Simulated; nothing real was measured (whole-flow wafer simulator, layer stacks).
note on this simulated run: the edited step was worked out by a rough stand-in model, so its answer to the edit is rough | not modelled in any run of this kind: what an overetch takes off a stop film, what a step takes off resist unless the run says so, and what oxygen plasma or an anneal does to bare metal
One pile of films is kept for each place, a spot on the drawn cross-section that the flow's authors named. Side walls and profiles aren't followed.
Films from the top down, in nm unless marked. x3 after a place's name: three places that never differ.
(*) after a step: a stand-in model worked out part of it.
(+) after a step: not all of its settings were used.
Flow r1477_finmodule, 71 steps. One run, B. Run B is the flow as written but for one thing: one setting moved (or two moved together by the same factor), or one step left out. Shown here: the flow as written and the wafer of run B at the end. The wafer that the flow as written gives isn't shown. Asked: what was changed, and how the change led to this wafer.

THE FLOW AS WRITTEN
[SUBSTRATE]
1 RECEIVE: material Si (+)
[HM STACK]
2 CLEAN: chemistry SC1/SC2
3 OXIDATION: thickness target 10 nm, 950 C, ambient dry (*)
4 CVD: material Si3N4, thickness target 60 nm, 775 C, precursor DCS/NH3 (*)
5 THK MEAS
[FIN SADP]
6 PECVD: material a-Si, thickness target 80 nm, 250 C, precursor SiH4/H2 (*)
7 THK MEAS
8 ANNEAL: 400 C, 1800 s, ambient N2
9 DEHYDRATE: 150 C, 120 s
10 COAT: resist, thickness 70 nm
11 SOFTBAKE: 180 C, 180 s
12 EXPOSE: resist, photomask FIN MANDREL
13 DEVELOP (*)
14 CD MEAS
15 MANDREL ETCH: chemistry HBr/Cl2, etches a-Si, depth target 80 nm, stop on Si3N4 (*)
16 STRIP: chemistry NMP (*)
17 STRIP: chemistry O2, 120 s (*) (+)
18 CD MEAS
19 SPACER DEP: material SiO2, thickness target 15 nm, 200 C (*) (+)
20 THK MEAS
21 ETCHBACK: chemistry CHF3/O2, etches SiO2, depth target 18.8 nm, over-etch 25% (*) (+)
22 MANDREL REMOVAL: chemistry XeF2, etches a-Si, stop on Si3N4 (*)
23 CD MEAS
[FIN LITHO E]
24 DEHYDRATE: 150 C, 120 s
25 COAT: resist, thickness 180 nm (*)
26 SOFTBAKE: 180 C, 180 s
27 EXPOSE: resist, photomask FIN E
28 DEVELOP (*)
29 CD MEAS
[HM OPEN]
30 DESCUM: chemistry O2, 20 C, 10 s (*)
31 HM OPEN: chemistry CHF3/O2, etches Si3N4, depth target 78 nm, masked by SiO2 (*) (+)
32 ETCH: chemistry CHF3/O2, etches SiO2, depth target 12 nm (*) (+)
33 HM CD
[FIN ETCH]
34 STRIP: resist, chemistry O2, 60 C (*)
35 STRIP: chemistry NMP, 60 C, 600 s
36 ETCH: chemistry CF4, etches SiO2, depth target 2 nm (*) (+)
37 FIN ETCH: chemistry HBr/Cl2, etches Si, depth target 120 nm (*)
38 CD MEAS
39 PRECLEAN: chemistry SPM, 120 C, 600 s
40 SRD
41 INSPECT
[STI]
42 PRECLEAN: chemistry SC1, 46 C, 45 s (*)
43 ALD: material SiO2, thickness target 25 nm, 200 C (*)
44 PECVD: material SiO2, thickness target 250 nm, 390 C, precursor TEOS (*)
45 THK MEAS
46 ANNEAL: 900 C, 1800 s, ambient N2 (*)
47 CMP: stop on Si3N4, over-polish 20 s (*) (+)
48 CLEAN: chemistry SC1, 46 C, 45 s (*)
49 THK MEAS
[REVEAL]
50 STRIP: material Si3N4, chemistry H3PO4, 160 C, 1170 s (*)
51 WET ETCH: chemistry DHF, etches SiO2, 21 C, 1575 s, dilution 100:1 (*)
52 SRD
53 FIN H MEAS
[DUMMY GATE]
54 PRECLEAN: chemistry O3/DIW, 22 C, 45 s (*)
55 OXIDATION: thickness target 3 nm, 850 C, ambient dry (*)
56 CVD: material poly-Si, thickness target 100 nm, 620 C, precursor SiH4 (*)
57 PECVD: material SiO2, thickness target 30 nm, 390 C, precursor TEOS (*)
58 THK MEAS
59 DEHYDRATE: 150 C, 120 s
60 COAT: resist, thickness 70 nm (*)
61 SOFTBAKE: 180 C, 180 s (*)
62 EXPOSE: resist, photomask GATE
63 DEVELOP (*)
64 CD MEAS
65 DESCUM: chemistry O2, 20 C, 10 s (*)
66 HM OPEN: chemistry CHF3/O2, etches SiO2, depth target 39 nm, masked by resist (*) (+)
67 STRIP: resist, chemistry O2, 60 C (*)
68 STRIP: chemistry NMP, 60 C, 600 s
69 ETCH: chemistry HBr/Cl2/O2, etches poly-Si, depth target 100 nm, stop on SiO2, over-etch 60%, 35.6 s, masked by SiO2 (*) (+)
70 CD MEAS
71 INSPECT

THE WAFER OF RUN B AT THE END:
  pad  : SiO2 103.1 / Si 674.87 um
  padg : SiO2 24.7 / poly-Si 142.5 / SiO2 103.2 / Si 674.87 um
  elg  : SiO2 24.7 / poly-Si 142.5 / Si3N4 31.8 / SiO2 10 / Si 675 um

The cause: step 56, CVD: thickness target 142.5 nm was run, where the flow has thickness target 100 nm.
It can be read off the wafer: padg has poly-Si 142.5, and step 56 as written asks for 100 nm.

How the change led to this, step by step:
  56 CVD: material poly-Si, thickness target 100 nm, 620 C, precursor SiH4 (*)
      pad, padg, elg and 26 more: poly-Si +142.5 (new film) (as written it would be: poly-Si +100 (new film))
      s40cg, s40co: poly-Si +157 (new film) (as written it would be: poly-Si +113.9 (new film))
      (and at 5 more places)
  67 STRIP: resist, chemistry O2, 60 C (*)
      s45cg: resist -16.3 (all of it) (as written it would be: resist -16.9 (all of it))
      s50cg: resist -16.6 (all of it) (as written it would be: resist -17.4 (all of it))
  69 ETCH: chemistry HBr/Cl2/O2, etches poly-Si, depth target 100 nm, stop on SiO2, over-etch 60%, 35.6 s, masked by SiO2 (*) (+)
      elo, e40lo, e100lo, e200lo: chemical SiO2 -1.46 (all of it), poly-Si -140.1 (all of it) (as written it would be: chemical SiO2 -1.46 (all of it), poly-Si -97.6 (all of it), Si3N4 -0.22)
      s40co: chemical SiO2 -1.46 (all of it), poly-Si -154.6 (all of it) (as written it would be: chemical SiO2 -1.46 (all of it), poly-Si -111.5 (all of it), SiO2 -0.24)
      (and at 13 more places)
